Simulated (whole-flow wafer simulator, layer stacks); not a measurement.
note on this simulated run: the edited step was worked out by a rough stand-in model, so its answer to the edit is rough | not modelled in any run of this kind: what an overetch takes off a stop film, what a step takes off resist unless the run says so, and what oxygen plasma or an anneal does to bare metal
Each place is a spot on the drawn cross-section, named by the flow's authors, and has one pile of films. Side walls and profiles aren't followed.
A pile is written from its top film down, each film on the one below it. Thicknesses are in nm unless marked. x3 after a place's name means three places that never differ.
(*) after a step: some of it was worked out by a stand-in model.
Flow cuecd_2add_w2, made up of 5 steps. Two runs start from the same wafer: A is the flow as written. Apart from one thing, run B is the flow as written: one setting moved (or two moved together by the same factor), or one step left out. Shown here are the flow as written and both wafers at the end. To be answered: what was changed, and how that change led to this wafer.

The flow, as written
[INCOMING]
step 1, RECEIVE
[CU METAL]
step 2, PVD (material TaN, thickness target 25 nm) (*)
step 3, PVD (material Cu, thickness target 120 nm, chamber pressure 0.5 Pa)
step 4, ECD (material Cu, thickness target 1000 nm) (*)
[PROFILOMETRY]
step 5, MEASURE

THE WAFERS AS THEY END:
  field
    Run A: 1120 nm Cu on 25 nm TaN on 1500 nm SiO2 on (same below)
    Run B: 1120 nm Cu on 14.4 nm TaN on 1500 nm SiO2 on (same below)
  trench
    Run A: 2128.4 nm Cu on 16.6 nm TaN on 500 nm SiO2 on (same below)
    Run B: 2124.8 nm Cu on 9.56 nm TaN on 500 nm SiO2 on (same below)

The reason: step 2, PVD: thickness target 14.4 nm was run, though the flow has thickness target 25 nm.
The wafer itself shows it: field has TaN 14.4, and step 2 as written asks for 25 nm.

Step by step, how the change led to this:
  step 2, PVD (material TaN, thickness target 25 nm) (*)
      field: A TaN gains 25 (new film) | B TaN gains 14.4 (new film)
      trench: A TaN gains 16.6 (new film) | B TaN gains 9.56 (new film)
